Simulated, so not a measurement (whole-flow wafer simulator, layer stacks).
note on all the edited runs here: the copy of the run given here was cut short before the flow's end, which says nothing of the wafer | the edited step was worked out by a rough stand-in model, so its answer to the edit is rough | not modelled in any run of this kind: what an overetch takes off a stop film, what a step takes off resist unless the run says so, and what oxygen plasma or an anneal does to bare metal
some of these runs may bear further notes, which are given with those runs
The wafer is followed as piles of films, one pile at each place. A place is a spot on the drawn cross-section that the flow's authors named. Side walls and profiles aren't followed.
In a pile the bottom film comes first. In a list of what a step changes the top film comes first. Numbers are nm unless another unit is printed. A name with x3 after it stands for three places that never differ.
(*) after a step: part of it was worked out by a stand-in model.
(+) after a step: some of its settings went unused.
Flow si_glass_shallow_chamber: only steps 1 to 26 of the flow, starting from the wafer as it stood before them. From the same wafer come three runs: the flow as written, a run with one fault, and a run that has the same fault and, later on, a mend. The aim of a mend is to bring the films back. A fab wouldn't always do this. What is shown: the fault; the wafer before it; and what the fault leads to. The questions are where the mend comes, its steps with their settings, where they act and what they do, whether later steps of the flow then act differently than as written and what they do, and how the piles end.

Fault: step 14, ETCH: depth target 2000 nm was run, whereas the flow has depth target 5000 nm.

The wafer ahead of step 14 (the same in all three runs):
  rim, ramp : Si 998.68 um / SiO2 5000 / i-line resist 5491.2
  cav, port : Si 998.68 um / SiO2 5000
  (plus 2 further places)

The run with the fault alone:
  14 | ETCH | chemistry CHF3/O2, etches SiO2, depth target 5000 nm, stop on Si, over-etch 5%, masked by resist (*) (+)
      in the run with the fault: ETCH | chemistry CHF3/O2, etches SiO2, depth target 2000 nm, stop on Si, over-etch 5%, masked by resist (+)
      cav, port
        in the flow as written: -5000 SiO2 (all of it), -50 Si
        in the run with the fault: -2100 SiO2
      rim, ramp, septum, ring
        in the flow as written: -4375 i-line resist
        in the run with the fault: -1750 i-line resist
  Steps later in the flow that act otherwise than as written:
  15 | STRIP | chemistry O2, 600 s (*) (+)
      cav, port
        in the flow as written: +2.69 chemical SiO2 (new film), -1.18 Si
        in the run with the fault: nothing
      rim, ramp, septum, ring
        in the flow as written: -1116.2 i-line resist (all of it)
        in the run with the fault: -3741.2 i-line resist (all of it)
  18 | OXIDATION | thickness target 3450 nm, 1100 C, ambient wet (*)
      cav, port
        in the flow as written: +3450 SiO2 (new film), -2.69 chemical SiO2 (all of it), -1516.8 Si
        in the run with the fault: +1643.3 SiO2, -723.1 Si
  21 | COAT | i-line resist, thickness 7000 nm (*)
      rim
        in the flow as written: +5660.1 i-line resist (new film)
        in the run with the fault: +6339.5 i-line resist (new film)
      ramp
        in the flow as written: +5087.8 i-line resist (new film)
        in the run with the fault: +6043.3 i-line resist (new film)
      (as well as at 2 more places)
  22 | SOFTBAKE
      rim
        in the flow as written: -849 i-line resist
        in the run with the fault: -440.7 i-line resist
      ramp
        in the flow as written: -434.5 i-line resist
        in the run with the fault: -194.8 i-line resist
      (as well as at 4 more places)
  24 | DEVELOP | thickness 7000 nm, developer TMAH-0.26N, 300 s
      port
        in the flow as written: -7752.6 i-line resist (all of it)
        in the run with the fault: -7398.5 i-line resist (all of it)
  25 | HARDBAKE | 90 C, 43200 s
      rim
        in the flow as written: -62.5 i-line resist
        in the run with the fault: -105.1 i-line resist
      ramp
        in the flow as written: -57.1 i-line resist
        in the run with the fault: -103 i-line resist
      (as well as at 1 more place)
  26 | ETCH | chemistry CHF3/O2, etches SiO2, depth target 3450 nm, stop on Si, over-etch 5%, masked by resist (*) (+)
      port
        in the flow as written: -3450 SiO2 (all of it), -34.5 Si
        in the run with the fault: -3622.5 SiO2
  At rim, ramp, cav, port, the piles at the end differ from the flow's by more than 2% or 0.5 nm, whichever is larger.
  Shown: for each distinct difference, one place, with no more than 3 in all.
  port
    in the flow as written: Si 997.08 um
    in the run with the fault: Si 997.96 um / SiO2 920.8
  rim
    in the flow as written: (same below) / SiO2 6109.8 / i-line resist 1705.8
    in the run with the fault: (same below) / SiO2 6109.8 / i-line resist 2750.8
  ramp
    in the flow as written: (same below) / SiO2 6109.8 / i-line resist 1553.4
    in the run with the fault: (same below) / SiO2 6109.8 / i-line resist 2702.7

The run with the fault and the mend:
  The mend follows step 14.
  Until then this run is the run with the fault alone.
  14a | ETCH | chemistry CHF3/O2, etches SiO2, depth target 3000 nm, stop on Si, over-etch 5%, masked by resist (*) (the flow's step 14 again, with other settings)
      rim, ramp, septum, ring
        -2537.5 i-line resist
      cav, port
        -2900 SiO2 (all of it), -50 Si
  Steps later in the flow that act otherwise than as written:
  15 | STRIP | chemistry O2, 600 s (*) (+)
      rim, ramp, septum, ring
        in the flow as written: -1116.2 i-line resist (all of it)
        in the run with the mend: -1203.7 i-line resist (all of it)
  By the end, the piles equal the flow's at every place that both follow.
